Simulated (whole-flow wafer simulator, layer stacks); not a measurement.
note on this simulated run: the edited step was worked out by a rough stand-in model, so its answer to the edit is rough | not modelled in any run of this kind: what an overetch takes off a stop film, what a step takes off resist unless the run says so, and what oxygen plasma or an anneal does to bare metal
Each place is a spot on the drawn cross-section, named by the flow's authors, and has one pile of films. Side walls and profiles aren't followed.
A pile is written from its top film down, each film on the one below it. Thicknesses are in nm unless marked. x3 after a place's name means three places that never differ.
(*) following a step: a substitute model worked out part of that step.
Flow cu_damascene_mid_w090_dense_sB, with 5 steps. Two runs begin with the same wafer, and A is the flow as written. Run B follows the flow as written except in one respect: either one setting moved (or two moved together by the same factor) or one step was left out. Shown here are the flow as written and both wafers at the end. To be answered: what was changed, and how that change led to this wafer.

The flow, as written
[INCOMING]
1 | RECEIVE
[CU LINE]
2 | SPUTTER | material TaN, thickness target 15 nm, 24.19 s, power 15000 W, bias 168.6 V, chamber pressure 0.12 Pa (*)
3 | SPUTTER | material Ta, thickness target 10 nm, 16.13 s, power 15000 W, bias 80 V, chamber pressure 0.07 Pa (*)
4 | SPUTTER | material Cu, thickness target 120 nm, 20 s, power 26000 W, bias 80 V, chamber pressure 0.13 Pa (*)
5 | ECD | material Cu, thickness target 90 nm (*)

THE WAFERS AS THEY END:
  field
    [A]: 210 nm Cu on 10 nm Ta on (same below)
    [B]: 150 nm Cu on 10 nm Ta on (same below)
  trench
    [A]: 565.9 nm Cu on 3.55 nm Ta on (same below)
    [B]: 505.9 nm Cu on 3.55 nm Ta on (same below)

What caused this: step 4, SPUTTER: thickness target 60 nm was run, whereas the flow has thickness target 120 nm; step 4, SPUTTER: 10 s was run, where the flow has 20 s.

Step by step, how the change led to this:
  4 | SPUTTER | material Cu, thickness target 120 nm, 20 s, power 26000 W, bias 80 V, chamber pressure 0.13 Pa (*)
      field: A +120 Cu (new film) | B +60 Cu (new film)
      trench: A +44.3 Cu (new film) | B +22.2 Cu (new film)
  5 | ECD | material Cu, thickness target 90 nm (*)
      trench: A +521.6 Cu | B +483.8 Cu
